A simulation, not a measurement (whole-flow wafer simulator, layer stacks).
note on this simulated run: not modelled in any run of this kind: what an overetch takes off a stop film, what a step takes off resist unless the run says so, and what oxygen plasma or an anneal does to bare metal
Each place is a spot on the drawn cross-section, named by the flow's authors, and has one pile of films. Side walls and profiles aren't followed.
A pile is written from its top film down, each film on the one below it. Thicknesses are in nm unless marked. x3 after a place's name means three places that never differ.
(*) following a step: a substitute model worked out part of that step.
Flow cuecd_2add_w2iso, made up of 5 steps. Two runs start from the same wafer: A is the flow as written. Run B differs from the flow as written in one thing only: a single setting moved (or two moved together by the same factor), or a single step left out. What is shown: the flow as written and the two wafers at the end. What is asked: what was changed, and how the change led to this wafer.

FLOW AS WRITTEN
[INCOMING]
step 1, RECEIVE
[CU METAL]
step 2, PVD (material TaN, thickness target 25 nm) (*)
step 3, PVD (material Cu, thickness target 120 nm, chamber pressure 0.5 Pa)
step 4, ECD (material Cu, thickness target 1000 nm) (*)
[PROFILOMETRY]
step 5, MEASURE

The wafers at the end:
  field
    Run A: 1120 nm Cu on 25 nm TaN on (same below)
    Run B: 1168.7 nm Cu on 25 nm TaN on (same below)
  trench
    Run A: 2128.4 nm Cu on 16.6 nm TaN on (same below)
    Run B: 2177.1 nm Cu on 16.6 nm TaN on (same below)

The reason: step 3, PVD: thickness target 168.7 nm was run, whereas the flow has thickness target 120 nm.

Step by step, how the change led to this:
  step 3, PVD (material Cu, thickness target 120 nm, chamber pressure 0.5 Pa)
      field: A Cu gains 120 (new film) | B Cu gains 168.7 (new film)
      trench: A Cu gains 80.8 (new film) | B Cu gains 113.3 (new film)
